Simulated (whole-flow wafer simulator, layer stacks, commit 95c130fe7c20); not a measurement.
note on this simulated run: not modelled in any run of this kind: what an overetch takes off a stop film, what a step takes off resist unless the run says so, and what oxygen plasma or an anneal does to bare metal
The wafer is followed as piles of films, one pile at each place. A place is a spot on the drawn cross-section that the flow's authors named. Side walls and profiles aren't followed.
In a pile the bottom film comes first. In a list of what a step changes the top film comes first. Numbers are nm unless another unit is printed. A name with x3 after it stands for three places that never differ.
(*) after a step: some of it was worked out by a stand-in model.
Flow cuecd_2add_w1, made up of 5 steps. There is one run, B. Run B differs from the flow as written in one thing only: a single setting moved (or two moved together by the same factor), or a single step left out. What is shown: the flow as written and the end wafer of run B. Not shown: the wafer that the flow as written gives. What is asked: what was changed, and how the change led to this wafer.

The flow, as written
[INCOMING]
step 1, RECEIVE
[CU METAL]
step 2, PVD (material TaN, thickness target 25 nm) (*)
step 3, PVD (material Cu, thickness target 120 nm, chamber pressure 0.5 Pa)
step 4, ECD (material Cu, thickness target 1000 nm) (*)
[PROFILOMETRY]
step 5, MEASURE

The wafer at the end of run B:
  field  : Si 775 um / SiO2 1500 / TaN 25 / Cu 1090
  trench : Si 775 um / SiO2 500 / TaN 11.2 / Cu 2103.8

What caused this: step 3, PVD: thickness target 90 nm was run, while the flow as written has thickness target 120 nm.

Step by step, how the change led to this:
  step 3, PVD (material Cu, thickness target 120 nm, chamber pressure 0.5 Pa)
      field: Cu gains 90 (new film) (as written it would have been: Cu gains 120 (new film))
      trench: Cu gains 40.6 (new film) (as written it would have been: Cu gains 53.6 (new film))
